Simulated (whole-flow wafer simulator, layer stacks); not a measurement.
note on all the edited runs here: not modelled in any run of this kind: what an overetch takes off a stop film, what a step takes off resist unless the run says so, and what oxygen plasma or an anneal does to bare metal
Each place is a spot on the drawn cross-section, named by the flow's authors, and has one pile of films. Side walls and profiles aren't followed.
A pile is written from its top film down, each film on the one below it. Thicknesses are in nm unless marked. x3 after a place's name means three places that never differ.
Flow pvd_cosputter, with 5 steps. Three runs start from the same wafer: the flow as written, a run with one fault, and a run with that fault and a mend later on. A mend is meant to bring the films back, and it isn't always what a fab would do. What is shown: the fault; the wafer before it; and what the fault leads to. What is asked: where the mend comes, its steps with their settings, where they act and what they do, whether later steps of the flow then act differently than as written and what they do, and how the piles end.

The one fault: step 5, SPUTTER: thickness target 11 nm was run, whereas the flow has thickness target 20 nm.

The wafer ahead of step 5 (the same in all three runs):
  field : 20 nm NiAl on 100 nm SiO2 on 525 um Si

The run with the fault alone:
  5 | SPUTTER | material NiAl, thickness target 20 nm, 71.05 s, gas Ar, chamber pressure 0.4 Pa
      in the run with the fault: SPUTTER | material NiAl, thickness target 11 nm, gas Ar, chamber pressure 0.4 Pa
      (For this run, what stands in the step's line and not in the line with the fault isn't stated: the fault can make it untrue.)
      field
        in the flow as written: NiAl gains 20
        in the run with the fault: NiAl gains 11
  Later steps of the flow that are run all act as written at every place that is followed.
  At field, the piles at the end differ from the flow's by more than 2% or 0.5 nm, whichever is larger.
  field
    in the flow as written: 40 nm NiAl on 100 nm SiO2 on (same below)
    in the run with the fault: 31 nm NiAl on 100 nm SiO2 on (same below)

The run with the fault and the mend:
  The mend follows step 5.
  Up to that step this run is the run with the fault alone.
  5a | SPUTTER | material NiAl, thickness target 9 nm, gas Ar, chamber pressure 0.4 Pa (the flow's step 5, run once more with other settings)
      field
        NiAl gains 9
  Later steps of the flow that are run all act as written at every place that is followed.
  At every place that both follow, the piles at the end match the flow's.
